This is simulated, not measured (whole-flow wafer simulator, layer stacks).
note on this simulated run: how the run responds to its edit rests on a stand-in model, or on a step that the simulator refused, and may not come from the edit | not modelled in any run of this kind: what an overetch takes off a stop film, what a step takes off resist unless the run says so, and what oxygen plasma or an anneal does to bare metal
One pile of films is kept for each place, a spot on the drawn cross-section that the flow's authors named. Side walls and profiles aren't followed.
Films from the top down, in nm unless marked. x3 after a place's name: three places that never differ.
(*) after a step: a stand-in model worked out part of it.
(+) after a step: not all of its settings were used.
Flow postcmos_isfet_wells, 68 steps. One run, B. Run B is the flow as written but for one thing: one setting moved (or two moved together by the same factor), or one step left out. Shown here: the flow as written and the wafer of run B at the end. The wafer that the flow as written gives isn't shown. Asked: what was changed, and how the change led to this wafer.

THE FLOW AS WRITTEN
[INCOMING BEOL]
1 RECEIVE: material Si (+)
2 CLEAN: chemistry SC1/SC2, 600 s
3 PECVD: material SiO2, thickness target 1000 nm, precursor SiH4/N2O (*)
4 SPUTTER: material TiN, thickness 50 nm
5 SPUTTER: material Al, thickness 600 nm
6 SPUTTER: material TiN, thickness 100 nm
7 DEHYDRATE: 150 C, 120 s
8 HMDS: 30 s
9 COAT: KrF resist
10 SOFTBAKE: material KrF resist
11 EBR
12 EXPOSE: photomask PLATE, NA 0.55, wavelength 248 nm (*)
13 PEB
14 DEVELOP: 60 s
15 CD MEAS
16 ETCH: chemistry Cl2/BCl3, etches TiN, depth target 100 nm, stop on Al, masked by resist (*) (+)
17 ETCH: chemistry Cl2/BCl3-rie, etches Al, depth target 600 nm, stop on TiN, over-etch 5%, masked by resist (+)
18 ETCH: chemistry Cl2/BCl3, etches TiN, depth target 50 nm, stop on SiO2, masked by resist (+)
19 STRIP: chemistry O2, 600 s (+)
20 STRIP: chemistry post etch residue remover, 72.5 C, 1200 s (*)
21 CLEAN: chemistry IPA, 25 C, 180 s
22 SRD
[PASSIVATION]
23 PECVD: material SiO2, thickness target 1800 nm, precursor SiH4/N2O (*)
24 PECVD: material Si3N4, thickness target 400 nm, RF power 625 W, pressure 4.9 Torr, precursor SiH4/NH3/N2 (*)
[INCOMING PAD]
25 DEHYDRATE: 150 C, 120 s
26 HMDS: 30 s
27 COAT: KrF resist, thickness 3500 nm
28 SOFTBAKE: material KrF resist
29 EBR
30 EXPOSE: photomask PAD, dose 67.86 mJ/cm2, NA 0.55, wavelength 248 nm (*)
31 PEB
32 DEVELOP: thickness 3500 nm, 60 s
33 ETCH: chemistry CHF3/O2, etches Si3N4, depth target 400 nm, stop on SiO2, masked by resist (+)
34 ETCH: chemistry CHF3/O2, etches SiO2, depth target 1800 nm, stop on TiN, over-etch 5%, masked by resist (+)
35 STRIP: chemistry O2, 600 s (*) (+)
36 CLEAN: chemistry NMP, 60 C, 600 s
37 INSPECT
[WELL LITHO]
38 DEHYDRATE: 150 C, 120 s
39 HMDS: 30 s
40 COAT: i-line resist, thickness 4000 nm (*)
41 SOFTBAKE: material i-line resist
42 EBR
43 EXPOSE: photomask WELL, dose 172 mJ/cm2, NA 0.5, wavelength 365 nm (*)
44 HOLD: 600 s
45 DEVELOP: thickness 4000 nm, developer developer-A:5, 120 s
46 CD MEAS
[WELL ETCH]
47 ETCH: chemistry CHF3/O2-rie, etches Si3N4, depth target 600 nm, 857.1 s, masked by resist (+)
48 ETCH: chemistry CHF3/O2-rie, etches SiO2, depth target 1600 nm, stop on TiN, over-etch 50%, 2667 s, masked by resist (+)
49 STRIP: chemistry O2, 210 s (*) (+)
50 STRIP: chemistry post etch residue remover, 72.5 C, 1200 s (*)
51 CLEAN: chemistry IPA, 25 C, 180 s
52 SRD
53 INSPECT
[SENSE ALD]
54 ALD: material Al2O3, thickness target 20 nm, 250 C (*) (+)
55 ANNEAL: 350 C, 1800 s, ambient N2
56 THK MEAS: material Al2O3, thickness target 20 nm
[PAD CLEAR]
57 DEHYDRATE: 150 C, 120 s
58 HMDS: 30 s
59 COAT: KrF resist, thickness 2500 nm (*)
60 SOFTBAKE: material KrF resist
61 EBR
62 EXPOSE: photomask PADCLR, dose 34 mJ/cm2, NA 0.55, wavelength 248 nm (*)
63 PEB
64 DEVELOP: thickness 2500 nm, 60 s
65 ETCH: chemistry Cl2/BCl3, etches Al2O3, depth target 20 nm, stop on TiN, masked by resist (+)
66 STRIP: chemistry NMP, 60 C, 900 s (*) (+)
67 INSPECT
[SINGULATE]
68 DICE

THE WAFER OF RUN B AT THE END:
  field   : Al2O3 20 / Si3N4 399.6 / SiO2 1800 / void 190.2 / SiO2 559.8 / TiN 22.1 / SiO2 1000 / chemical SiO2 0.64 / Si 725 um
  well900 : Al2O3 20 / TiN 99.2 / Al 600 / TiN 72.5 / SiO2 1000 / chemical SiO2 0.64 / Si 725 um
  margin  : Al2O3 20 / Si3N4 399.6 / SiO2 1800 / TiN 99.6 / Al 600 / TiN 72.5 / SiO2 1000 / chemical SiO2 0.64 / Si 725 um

The cause: step 4, SPUTTER: thickness 72.5 nm was run, where the flow has thickness 50 nm.
It can be read off the wafer: well900 has TiN 72.5, and step 4 as written asks for 50 nm.

How the change led to this, step by step:
  4 SPUTTER: material TiN, thickness 50 nm
      field, margin, well900, well1300 x3, pad_rim, pad_clr, pad_open: TiN +72.5 (new film) (as written it would be: TiN +50 (new film))
  18 ETCH: chemistry Cl2/BCl3, etches TiN, depth target 50 nm, stop on SiO2, masked by resist (+)
      field: TiN -50 (as written it would be: TiN -50 (all of it))
  23 PECVD: material SiO2, thickness target 1800 nm, precursor SiH4/N2O (*)
      field: SiO2 +1800 (new film), void +190.2 (new film), SiO2 +559.8 (new film) (as written it would be: SiO2 +1800 (new film), void +189.9 (new film), SiO2 +559.7)
Counting metal films that touch as one body, field has 1 body; the flow as written gives 0 bodies.
